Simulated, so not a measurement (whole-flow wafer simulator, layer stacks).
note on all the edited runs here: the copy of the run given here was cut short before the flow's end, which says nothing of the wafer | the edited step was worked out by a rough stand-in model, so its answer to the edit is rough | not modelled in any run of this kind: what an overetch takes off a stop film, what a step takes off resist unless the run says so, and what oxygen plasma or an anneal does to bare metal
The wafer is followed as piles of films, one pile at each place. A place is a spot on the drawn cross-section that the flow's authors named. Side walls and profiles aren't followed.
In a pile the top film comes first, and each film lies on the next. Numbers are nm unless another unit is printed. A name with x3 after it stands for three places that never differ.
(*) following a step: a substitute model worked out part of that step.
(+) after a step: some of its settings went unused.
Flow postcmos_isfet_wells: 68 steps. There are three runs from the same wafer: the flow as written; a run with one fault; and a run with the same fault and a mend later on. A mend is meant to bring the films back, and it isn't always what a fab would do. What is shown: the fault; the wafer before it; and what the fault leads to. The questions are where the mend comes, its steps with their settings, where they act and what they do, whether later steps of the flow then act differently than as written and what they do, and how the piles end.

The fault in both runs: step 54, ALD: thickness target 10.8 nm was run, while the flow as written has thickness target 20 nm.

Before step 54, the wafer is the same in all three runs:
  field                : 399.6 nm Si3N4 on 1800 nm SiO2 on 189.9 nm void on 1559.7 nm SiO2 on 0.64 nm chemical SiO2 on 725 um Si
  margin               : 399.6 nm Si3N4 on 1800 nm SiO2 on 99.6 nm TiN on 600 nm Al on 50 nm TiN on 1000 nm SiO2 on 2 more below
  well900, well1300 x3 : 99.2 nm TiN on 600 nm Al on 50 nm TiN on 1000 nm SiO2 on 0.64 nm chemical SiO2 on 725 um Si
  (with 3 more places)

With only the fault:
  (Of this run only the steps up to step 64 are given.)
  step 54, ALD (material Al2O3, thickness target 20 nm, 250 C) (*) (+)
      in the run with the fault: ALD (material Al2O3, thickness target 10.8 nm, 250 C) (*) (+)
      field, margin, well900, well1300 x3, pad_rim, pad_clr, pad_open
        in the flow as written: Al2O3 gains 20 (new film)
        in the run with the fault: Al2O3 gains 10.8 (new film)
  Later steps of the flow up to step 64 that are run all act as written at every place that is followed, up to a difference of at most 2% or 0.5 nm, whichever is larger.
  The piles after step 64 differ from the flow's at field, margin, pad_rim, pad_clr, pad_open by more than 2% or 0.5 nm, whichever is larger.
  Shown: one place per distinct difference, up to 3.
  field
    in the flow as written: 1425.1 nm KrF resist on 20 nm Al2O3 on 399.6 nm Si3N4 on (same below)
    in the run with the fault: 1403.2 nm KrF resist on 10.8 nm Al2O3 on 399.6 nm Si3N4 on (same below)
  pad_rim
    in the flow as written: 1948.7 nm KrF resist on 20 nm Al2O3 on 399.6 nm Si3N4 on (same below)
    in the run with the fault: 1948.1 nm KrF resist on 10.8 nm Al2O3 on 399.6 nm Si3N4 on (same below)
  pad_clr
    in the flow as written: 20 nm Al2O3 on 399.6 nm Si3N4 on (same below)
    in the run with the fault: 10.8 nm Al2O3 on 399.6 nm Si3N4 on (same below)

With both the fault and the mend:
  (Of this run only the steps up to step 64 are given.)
  The mend stands after step 54.
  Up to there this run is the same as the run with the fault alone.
  step 54a, ALD (material Al2O3, thickness target 9.2 nm, 250 C) (*) (+) (the flow's step 54 again, with other settings)
      field, margin, well900, well1300 x3, pad_rim, pad_clr, pad_open
        Al2O3 gains 9.2
  Later steps of the flow up to step 64 that are run all act as written at every place that is followed.
  The piles after step 64 are the same as the flow's at every place that both follow.
